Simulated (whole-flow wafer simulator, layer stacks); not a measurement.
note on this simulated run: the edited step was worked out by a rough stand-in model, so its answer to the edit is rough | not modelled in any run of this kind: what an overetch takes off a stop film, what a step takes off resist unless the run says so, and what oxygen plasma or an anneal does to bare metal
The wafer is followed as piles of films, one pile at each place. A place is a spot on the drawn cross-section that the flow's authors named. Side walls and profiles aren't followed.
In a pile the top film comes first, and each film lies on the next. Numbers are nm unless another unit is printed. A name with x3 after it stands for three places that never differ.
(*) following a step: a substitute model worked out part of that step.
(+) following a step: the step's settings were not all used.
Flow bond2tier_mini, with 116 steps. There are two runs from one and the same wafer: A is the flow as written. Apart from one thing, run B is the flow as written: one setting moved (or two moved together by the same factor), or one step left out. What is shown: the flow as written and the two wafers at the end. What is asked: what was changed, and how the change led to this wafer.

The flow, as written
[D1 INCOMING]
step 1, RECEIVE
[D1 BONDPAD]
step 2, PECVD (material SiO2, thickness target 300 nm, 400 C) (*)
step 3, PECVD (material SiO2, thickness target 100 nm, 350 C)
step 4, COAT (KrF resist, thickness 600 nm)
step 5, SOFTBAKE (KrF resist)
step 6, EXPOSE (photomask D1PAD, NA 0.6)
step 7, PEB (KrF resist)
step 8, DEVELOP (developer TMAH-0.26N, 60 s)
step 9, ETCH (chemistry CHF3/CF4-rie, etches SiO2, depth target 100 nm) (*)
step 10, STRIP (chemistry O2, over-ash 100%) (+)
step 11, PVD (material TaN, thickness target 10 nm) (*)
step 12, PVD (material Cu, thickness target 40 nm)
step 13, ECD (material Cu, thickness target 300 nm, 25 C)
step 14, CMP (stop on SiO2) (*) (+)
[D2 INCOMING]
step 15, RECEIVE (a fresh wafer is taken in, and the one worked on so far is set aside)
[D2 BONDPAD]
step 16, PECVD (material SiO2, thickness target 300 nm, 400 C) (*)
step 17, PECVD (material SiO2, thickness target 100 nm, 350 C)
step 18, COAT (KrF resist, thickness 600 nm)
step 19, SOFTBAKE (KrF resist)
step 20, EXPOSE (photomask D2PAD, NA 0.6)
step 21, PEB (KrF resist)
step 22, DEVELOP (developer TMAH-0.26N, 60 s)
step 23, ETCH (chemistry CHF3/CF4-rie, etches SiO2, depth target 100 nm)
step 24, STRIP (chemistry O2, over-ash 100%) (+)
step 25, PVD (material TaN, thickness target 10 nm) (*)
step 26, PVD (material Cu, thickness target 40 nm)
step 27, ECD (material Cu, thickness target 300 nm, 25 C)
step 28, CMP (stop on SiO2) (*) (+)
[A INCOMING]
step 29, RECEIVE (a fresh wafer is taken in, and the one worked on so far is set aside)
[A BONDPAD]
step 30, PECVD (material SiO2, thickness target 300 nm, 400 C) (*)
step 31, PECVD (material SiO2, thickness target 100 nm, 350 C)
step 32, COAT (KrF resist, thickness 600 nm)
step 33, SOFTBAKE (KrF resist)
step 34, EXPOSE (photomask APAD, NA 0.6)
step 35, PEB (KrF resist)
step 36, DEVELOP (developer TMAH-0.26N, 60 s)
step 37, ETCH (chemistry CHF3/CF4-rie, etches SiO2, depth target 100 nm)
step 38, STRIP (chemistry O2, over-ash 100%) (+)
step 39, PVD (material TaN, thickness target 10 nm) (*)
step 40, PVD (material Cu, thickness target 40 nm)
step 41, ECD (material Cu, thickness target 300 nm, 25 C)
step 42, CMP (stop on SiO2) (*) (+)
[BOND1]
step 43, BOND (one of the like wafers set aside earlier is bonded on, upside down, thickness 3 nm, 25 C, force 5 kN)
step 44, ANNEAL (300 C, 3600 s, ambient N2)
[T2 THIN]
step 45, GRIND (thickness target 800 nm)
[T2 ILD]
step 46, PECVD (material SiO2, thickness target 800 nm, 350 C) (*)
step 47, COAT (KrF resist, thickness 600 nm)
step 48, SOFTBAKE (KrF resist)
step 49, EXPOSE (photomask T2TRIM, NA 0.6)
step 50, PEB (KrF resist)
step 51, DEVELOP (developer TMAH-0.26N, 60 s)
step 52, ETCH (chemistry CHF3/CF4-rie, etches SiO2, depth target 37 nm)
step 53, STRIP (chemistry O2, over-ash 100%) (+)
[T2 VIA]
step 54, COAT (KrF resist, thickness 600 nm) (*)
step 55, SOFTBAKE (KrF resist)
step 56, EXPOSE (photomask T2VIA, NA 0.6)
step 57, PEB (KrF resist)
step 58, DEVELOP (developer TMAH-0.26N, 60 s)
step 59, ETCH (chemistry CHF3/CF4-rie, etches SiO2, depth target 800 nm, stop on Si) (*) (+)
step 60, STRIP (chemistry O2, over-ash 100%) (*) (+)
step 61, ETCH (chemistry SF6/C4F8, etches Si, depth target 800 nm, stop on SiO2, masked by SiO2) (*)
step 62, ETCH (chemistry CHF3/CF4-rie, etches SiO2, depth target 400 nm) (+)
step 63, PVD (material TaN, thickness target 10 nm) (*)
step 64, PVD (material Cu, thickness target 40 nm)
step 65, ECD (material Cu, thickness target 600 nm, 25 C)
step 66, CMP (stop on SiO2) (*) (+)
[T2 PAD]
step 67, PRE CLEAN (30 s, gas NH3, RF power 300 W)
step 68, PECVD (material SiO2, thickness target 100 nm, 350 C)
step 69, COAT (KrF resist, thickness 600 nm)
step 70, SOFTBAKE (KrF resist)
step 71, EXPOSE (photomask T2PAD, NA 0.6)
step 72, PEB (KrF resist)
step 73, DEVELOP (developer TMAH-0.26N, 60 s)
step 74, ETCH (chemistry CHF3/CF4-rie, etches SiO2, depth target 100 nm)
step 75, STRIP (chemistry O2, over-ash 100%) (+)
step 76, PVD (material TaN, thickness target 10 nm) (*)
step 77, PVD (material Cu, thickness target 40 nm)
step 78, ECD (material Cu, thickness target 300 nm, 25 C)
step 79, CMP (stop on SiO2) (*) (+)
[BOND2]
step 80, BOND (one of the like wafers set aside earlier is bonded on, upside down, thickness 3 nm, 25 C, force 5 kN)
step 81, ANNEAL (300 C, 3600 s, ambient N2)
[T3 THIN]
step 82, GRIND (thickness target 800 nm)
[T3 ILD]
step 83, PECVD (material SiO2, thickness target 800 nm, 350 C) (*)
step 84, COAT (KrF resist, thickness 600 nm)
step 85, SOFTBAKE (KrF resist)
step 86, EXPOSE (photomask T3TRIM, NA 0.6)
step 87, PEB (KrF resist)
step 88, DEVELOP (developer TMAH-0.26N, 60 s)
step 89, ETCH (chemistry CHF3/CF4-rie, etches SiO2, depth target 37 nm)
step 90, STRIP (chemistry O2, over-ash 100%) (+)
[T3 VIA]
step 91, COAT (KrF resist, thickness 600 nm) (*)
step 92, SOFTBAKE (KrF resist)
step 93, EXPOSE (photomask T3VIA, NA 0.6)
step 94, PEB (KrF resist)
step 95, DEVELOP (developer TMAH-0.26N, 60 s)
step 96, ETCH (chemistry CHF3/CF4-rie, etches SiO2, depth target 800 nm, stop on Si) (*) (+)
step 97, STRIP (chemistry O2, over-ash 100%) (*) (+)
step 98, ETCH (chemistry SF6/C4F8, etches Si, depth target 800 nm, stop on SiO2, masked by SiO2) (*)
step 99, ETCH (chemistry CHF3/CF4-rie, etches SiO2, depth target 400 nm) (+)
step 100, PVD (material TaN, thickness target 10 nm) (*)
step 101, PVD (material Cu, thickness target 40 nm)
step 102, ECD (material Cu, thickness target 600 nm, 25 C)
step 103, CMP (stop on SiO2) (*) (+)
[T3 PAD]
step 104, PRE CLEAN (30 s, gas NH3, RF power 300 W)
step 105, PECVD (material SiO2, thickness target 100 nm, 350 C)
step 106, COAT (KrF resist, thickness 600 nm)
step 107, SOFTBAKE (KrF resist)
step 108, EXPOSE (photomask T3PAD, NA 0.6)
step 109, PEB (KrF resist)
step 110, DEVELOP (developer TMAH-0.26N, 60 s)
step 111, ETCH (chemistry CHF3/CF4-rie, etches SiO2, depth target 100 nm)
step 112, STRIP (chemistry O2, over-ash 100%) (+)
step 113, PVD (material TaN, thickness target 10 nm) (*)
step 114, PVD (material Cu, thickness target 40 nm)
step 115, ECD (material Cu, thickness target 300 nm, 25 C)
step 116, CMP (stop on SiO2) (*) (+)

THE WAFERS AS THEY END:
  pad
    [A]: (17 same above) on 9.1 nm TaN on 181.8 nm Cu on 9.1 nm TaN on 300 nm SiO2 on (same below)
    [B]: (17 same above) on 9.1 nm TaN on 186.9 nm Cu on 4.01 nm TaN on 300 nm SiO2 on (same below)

Cause: step 39, PVD: thickness target 4.4 nm was run, though the flow has thickness target 10 nm.

How this came from the change, step by step:
  step 39, PVD (material TaN, thickness target 10 nm) (*)
      field: A TaN gains 10 (new film) | B TaN gains 4.4 (new film)
      pad: A TaN gains 9.1 (new film) | B TaN gains 4.01 (new film)
      (as well as at 1 more place)
  step 42, CMP (stop on SiO2) (*) (+)
      field: A Cu loses 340 (all of it), TaN loses 10 (all of it) | B Cu loses 340 (all of it), TaN loses 4.4 (all of it)
